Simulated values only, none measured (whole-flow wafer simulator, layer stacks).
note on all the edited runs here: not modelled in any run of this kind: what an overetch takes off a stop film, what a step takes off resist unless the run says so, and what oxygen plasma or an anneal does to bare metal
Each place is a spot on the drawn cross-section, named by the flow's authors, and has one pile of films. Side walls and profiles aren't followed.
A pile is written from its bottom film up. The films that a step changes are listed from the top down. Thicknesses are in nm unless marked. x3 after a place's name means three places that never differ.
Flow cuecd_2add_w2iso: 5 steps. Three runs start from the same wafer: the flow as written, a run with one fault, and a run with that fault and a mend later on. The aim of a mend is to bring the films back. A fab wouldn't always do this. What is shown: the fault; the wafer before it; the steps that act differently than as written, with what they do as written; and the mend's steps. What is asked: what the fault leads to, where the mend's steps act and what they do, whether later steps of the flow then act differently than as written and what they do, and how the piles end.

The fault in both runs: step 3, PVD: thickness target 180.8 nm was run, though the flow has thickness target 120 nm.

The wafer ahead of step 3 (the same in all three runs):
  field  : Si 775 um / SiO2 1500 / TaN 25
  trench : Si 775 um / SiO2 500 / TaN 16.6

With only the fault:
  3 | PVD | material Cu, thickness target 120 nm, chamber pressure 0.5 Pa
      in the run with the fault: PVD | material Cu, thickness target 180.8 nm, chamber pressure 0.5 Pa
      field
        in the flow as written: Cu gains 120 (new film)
        in the run with the fault: Cu gains 180.8 (new film)
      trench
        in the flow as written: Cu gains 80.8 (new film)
        in the run with the fault: Cu gains 121.3 (new film)
  Later steps of the flow that are run all act as written at every place that is followed, up to a difference of at most 2% or 0.5 nm, whichever is larger.
  At field, trench, the piles at the end differ from the flow's by more than 2% or 0.5 nm, whichever is larger.
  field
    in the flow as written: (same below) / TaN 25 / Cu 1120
    in the run with the fault: (same below) / TaN 25 / Cu 1180.8
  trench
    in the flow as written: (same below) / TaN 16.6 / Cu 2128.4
    in the run with the fault: (same below) / TaN 16.6 / Cu 2189.2

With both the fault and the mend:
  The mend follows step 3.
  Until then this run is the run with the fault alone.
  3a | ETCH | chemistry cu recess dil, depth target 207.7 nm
      field
        Cu loses 180.8 (all of it)
      trench
        Cu loses 121.3 (all of it)
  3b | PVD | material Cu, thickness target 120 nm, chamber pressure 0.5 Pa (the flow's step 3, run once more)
      field
        Cu gains 120 (new film)
      trench
        Cu gains 80.8 (new film)
  Later steps of the flow that are run all act as written at every place that is followed.
  By the end, the piles equal the flow's at every place that both follow.
